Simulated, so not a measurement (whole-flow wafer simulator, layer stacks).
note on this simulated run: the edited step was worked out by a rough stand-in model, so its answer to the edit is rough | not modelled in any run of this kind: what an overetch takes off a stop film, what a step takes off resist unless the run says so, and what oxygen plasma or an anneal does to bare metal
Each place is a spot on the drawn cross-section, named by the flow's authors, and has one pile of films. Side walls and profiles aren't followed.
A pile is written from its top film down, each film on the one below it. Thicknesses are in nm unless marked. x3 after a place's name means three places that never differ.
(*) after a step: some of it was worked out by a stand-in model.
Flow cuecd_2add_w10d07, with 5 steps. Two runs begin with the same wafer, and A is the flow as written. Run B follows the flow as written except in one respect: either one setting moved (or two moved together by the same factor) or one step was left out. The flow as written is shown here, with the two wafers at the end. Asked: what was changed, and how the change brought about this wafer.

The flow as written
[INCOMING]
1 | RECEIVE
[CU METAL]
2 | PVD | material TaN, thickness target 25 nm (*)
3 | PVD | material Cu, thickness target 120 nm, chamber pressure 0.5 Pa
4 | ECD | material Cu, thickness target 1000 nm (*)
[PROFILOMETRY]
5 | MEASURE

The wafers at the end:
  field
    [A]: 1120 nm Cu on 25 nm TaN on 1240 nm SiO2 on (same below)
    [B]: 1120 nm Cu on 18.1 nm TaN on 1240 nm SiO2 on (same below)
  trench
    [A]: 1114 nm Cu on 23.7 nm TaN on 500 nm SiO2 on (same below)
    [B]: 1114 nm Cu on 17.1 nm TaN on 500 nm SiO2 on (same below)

The reason: step 2, PVD: thickness target 18.1 nm was run, whereas the flow has thickness target 25 nm.
One can read it off the wafer: field has TaN 18.1, and step 2 as written asks for 25 nm.

The path from the change to this, step by step:
  2 | PVD | material TaN, thickness target 25 nm (*)
      field: A TaN gains 25 (new film) | B TaN gains 18.1 (new film)
      trench: A TaN gains 23.7 (new film) | B TaN gains 17.1 (new film)
